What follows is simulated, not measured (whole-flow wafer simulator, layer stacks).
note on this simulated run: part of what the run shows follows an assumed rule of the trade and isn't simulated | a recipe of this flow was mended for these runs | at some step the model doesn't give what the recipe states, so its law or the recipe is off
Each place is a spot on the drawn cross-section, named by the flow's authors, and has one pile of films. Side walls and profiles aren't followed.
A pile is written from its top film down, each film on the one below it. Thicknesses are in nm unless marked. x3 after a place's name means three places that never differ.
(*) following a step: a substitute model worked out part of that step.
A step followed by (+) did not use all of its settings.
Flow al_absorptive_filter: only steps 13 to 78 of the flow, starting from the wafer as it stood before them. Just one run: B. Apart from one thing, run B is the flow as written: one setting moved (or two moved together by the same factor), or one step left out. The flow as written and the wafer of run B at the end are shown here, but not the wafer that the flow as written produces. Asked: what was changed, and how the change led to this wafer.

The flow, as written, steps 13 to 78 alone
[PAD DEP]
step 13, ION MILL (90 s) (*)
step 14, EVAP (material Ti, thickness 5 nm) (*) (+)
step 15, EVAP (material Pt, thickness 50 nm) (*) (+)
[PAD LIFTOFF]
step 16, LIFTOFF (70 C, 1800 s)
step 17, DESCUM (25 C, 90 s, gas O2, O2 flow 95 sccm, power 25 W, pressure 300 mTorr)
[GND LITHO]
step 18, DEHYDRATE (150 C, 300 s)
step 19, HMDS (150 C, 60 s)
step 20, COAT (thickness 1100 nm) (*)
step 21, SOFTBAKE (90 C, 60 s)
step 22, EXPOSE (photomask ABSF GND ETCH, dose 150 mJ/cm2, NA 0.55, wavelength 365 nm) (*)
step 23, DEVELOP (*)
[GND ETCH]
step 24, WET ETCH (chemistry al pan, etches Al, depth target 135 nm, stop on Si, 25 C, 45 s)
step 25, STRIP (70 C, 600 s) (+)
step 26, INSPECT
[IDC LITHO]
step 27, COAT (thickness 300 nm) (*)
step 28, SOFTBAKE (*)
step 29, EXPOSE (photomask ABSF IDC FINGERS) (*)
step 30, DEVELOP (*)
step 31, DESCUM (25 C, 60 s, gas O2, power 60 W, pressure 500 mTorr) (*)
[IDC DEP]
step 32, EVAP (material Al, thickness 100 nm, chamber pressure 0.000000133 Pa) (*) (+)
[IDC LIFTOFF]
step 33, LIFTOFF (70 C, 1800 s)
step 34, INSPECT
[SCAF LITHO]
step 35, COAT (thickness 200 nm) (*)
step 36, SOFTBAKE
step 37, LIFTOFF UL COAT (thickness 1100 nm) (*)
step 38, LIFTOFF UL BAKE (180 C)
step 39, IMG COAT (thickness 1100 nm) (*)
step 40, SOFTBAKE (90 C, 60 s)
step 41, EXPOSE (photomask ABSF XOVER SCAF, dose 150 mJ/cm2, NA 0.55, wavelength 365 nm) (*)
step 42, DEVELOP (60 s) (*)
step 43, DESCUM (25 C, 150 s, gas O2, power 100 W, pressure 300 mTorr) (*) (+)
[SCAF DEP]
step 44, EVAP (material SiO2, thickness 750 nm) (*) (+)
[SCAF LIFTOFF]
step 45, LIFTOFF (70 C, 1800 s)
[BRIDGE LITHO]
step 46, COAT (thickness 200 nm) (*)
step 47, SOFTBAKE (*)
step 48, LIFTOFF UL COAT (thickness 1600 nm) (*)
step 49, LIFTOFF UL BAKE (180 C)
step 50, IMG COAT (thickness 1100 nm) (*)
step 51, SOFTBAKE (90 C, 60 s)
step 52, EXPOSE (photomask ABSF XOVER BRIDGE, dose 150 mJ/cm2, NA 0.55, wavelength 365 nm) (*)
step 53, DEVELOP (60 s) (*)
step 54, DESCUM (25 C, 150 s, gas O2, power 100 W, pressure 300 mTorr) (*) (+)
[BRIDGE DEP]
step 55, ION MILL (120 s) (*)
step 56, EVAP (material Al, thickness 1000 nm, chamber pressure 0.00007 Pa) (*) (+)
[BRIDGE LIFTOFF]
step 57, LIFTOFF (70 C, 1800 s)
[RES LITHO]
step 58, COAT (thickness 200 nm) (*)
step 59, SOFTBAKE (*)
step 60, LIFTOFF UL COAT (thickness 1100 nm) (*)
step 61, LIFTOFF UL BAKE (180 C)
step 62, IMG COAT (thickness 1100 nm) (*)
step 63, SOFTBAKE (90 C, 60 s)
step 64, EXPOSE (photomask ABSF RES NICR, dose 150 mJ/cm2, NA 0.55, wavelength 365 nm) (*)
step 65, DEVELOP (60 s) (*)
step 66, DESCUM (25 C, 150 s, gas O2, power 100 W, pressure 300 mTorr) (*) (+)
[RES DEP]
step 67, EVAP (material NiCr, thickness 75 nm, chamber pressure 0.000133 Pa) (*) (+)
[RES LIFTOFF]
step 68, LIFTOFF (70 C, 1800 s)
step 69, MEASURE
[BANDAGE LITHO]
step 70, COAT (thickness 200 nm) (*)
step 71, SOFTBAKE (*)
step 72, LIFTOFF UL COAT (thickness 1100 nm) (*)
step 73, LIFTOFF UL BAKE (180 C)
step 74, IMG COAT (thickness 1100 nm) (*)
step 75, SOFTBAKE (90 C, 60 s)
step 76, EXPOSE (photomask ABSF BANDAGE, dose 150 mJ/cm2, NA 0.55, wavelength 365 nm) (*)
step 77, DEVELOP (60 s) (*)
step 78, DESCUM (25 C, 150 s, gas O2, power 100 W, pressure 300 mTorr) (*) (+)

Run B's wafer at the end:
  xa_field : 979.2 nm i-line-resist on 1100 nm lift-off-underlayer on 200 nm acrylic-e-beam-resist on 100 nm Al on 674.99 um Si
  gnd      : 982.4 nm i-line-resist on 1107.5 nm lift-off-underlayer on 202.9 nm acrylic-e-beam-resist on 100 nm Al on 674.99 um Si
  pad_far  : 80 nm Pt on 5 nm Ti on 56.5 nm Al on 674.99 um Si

What caused this: step 15, EVAP: thickness 80 nm was run, while the flow as written has thickness 50 nm.
The wafer itself shows it: pad_far has Pt 80, and step 15 as written asks for 50 nm.

The path from the change to this, step by step:
  step 15, EVAP (material Pt, thickness 50 nm) (*) (+)
      gnd, pad_far, pad_near and 11 more: Pt gains 80 (new film) (it would be, as written: Pt gains 50 (new film))
  step 16, LIFTOFF (70 C, 1800 s)
      gnd, ledge, res and 9 more: Pt loses 80 (all of it), Ti loses 5 (all of it), i-line-resist loses 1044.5 (all of it), lift-off-underlayer loses 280 (all of it) (it would be, as written: Pt loses 50 (all of it), Ti loses 5 (all of it), i-line-resist loses 1044.5 (all of it), lift-off-underlayer loses 280 (all of it))
  step 27, COAT (thickness 300 nm) (*)
      pad_far: e-beam-resist gains 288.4 (new film) (it would be, as written: e-beam-resist gains 296 (new film))
      pad_near: e-beam-resist gains 278.8 (new film) (it would be, as written: e-beam-resist gains 288.3 (new film))
      (and at 1 other place as well)
  step 33, LIFTOFF (70 C, 1800 s)
      pad_far: Al loses 100 (all of it), e-beam-resist loses 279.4 (all of it) (it would be, as written: Al loses 100 (all of it), e-beam-resist loses 287 (all of it))
      pad_near: Al loses 100 (all of it), e-beam-resist loses 269.8 (all of it) (it would be, as written: Al loses 100 (all of it), e-beam-resist loses 279.3 (all of it))
      (and at 1 other place as well)
  step 35, COAT (thickness 200 nm) (*)
      pad_near: acrylic-e-beam-resist gains 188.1 (new film) (it would be, as written: acrylic-e-beam-resist gains 193.6 (new film))
      ledge: acrylic-e-beam-resist gains 180 (new film) (it would be, as written: acrylic-e-beam-resist gains 169.8 (new film))
  step 45, LIFTOFF (70 C, 1800 s)
      pad_near: SiO2 loses 750 (all of it), i-line-resist loses 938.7 (all of it), lift-off-underlayer loses 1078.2 (all of it), acrylic-e-beam-resist loses 188.1 (all of it) (it would be, as written: SiO2 loses 750 (all of it), i-line-resist loses 944.1 (all of it), lift-off-underlayer loses 1088 (all of it), acrylic-e-beam-resist loses 193.6 (all of it))
      ledge: SiO2 loses 750 (all of it), i-line-resist loses 949.8 (all of it), lift-off-underlayer loses 1114.6 (all of it), acrylic-e-beam-resist loses 180 (all of it) (it would be, as written: SiO2 loses 750 (all of it), i-line-resist loses 952.1 (all of it), lift-off-underlayer loses 1114 (all of it), acrylic-e-beam-resist loses 169.8 (all of it))
  step 46, COAT (thickness 200 nm) (*)
      pad_near: acrylic-e-beam-resist gains 188.1 (new film) (it would be, as written: acrylic-e-beam-resist gains 193.6 (new film))
      ledge: acrylic-e-beam-resist gains 180 (new film) (it would be, as written: acrylic-e-beam-resist gains 169.8 (new film))
  step 57, LIFTOFF (70 C, 1800 s)
      pad_near: Al loses 1000 (all of it), i-line-resist loses 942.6 (all of it), lift-off-underlayer loses 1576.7 (all of it), acrylic-e-beam-resist loses 188.1 (all of it) (it would be, as written: Al loses 1000 (all of it), i-line-resist loses 946.7 (all of it), lift-off-underlayer loses 1587.9 (all of it), acrylic-e-beam-resist loses 193.6 (all of it))
      ledge: Al loses 1000 (all of it), i-line-resist loses 949.9 (all of it), lift-off-underlayer loses 1617.5 (all of it), acrylic-e-beam-resist loses 180 (all of it) (it would be, as written: Al loses 1000 (all of it), i-line-resist loses 951.7 (all of it), lift-off-underlayer loses 1617.2 (all of it), acrylic-e-beam-resist loses 169.8 (all of it))
  step 58, COAT (thickness 200 nm) (*)
      pad_near: acrylic-e-beam-resist gains 188.1 (new film) (it would be, as written: acrylic-e-beam-resist gains 193.6 (new film))
      ledge: acrylic-e-beam-resist gains 180 (new film) (it would be, as written: acrylic-e-beam-resist gains 169.8 (new film))
  step 66, DESCUM (25 C, 150 s, gas O2, power 100 W, pressure 300 mTorr) (*) (+)
      pad_near: acrylic-e-beam-resist loses 188.1 (all of it) (it would be, as written: acrylic-e-beam-resist loses 193.6 (all of it))
      ledge: acrylic-e-beam-resist loses 180 (all of it) (it would be, as written: acrylic-e-beam-resist loses 169.8 (all of it))
  step 70, COAT (thickness 200 nm) (*)
      pad_near: acrylic-e-beam-resist gains 175.7 (new film) (it would be, as written: acrylic-e-beam-resist gains 180.9 (new film))
      ledge: acrylic-e-beam-resist gains 177.1 (new film) (it would be, as written: acrylic-e-beam-resist gains 167 (new film))
  step 78, DESCUM (25 C, 150 s, gas O2, power 100 W, pressure 300 mTorr) (*) (+)
      pad_near: acrylic-e-beam-resist loses 175.7 (all of it) (it would be, as written: acrylic-e-beam-resist loses 180.9 (all of it))
